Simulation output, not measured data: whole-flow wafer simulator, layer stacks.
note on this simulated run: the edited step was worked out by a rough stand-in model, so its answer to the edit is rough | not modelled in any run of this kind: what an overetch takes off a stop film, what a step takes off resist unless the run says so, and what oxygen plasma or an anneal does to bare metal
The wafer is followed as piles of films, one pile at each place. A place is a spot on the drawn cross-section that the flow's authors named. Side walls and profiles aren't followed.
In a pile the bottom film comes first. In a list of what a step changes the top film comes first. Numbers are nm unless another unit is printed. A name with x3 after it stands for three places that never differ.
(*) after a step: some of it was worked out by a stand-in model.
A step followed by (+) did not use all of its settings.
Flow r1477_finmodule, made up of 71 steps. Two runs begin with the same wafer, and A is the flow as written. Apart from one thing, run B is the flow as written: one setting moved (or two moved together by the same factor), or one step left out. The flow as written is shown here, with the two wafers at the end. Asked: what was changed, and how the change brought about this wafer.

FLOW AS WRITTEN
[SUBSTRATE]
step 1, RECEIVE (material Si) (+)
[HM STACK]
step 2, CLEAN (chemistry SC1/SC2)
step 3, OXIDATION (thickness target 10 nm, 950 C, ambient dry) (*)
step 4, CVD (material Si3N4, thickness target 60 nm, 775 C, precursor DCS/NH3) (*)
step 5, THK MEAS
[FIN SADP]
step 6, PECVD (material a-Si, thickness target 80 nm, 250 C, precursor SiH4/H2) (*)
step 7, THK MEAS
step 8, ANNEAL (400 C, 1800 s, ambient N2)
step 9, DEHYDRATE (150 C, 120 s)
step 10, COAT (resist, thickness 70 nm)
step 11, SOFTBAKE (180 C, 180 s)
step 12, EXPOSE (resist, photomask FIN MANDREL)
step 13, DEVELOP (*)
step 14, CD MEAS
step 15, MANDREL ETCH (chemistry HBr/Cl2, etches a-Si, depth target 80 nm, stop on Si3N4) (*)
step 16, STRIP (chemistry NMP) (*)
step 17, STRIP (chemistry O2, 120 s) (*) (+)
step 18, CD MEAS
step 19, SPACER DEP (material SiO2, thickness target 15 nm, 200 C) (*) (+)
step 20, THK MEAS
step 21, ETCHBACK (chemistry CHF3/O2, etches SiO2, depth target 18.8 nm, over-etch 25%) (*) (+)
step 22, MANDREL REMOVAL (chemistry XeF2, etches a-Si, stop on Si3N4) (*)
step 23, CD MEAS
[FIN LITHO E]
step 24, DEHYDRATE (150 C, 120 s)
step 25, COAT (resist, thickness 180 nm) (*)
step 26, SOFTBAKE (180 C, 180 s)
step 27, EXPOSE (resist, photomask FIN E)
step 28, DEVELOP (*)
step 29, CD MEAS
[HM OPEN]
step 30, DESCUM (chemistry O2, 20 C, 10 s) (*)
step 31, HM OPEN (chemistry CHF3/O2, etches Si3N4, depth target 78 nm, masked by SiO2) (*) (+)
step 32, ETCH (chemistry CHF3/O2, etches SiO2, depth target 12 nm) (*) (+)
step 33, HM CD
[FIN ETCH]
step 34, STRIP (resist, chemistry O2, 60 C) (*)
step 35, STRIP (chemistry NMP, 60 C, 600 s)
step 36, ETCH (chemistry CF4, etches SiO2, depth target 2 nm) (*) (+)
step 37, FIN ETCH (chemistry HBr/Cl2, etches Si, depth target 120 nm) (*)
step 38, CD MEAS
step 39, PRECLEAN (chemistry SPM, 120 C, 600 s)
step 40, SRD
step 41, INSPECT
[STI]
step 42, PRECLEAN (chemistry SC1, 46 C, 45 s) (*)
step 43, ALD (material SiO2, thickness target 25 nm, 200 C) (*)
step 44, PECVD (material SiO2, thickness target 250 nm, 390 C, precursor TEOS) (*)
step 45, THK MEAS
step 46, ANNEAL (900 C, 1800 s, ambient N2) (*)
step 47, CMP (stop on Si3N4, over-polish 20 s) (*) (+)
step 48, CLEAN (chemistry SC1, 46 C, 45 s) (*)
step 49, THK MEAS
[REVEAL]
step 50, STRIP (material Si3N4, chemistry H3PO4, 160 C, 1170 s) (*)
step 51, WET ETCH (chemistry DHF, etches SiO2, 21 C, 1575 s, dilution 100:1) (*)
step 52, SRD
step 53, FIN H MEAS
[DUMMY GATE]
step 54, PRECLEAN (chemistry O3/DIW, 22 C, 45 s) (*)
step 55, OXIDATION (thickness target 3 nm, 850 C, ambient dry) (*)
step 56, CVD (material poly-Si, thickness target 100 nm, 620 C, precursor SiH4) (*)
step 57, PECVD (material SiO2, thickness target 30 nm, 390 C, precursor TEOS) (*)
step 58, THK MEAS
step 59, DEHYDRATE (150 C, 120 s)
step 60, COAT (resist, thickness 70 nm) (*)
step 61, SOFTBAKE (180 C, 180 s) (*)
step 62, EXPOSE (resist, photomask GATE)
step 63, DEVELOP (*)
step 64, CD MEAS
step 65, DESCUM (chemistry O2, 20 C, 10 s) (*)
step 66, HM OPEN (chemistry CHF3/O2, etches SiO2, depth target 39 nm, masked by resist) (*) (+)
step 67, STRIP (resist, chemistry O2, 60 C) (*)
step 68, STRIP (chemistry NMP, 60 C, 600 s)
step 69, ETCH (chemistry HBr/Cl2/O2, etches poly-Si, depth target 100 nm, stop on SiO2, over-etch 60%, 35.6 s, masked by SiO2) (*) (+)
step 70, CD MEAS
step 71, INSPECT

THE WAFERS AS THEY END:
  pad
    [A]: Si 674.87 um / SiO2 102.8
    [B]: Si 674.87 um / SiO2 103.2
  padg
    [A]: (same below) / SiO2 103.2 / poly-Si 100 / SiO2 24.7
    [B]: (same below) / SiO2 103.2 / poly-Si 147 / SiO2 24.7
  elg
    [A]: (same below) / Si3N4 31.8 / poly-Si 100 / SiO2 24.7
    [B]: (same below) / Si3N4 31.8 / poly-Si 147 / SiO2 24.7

Cause: step 56, CVD: thickness target 147 nm was run, while the flow as written has thickness target 100 nm.
One can read it off the wafer: padg has poly-Si 147, and step 56 as written asks for 100 nm.

Step by step, how the change led to this:
  step 56, CVD (material poly-Si, thickness target 100 nm, 620 C, precursor SiH4) (*)
      pad, padg, elg and 26 more: A poly-Si gains 100 (new film) | B poly-Si gains 147 (new film)
      s40cg, s40co: A poly-Si gains 113.9 (new film) | B poly-Si gains 161.6 (new film)
      (also at 5 further places)
  step 67, STRIP (resist, chemistry O2, 60 C) (*)
      s40cg: A resist loses 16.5 (all of it) | B resist loses 15.9 (all of it)
      s45cg: A resist loses 16.9 (all of it) | B resist loses 16.2 (all of it)
      (also at 1 further place)
  step 69, ETCH (chemistry HBr/Cl2/O2, etches poly-Si, depth target 100 nm, stop on SiO2, over-etch 60%, 35.6 s, masked by SiO2) (*) (+)
      pad, e40so, e100so, e200so, s40so, s45so, s50so: A chemical SiO2 loses 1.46 (all of it), poly-Si loses 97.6 (all of it), SiO2 loses 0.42 | B chemical SiO2 loses 1.46 (all of it), poly-Si loses 144.6 (all of it)
      elo, e40lo, e100lo, e200lo: A chemical SiO2 loses 1.46 (all of it), poly-Si loses 97.6 (all of it), Si3N4 loses 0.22 | B chemical SiO2 loses 1.46 (all of it), poly-Si loses 144.6 (all of it)
      (also at 7 further places)
